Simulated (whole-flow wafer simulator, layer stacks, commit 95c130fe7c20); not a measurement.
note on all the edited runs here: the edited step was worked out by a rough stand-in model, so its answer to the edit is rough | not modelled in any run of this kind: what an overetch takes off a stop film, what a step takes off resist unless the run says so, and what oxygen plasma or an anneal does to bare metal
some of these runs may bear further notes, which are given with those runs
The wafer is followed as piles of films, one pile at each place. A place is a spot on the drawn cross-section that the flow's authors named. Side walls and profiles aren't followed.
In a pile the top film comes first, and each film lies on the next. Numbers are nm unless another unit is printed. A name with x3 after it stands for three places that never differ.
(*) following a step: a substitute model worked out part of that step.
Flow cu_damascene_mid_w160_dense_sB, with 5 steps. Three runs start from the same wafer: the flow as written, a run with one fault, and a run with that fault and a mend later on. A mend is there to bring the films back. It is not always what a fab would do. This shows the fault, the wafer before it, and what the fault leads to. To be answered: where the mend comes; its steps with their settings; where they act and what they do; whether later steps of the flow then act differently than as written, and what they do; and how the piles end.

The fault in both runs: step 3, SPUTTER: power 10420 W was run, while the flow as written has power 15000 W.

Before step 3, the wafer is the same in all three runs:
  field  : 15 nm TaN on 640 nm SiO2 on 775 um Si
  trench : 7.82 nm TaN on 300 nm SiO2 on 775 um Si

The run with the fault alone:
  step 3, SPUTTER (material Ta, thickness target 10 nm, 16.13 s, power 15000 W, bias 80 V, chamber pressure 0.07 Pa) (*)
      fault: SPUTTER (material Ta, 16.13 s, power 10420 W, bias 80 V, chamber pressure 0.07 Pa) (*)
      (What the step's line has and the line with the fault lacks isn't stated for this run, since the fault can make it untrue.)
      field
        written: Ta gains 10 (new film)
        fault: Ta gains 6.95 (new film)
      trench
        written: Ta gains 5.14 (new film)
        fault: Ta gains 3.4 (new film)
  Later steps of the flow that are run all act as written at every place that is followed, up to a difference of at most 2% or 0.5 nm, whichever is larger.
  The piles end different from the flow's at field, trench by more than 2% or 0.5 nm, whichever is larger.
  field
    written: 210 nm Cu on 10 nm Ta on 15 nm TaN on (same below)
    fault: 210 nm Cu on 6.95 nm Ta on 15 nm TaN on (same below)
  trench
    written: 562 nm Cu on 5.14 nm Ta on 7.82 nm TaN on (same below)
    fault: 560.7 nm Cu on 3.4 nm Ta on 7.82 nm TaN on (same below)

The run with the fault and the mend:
  The mend stands after step 3.
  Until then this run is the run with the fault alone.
  step 3a, SPUTTER (material Ta, thickness target 3.1 nm, 5.032 s, power 15000 W, bias 80 V, chamber pressure 0.07 Pa) (*) (a further turn of the flow's step 3, with different settings)
      field
        Ta gains 3.1
      trench
        Ta gains 1.56
  Later steps of the flow that are run all act as written at every place that is followed, up to a difference of at most 2% or 0.5 nm, whichever is larger.
  At the end the piles are close to the flow's at the places that both follow, differing by at most 2% or 0.5 nm, whichever is larger.
